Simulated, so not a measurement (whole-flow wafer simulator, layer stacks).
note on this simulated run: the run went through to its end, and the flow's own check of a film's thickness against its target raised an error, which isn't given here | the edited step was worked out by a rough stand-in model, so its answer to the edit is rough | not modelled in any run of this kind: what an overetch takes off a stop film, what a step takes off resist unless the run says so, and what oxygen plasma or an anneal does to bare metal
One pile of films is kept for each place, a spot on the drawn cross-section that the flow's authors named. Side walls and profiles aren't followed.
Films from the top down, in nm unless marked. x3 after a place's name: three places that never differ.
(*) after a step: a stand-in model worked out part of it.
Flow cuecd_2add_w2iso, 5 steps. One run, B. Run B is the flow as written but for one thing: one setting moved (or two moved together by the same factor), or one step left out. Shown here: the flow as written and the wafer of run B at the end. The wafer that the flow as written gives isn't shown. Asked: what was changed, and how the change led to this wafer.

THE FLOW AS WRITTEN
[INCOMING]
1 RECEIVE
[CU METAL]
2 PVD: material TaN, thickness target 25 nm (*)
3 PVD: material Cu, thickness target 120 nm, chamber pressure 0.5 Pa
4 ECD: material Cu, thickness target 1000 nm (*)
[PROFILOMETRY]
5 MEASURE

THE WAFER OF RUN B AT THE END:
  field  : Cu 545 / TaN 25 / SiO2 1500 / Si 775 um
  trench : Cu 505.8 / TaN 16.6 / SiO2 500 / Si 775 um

The cause: step 4, ECD: thickness target 425 nm was run, where the flow has thickness target 1000 nm.

How the change led to this, step by step:
  4 ECD: material Cu, thickness target 1000 nm (*)
      field: Cu +425 (as written it would be: Cu +1000)
      trench: Cu +425 (as written it would be: Cu +2047.6)
